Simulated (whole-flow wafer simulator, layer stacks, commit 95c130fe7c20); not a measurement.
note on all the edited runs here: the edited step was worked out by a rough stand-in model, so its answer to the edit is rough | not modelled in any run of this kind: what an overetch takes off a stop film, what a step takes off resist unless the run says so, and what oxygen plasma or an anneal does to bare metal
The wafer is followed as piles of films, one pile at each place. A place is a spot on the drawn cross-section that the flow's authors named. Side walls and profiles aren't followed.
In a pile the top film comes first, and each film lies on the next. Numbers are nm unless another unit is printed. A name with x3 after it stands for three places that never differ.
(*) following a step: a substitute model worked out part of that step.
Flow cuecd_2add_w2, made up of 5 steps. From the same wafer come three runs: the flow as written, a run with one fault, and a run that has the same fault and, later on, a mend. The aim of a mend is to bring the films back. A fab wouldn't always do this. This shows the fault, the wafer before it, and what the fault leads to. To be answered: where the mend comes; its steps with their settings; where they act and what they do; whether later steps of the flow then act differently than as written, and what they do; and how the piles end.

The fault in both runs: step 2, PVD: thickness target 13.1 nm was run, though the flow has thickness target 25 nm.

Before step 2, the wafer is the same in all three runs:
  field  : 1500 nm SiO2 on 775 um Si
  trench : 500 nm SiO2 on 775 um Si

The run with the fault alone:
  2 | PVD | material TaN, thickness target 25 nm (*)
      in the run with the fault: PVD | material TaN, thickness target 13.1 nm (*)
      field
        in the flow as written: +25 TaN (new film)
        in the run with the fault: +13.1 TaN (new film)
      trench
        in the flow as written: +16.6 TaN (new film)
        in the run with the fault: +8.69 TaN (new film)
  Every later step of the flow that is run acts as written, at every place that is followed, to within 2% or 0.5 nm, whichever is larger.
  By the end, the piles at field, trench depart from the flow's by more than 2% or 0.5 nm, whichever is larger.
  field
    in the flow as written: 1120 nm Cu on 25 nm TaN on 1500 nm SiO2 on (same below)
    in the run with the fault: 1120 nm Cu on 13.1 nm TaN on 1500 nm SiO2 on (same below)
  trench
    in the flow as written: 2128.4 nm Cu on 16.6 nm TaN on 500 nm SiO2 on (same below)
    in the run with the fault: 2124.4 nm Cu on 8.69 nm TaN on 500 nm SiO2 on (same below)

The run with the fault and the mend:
  The mend stands after step 2.
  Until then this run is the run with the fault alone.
  2a | PVD | material TaN, thickness target 11.9 nm (*) (the flow's step 2 again, with other settings)
      field
        +11.9 TaN
      trench
        +7.87 TaN
  Every later step of the flow that is run acts as written at every place that is followed.
  By the end, the piles equal the flow's at every place that both follow.
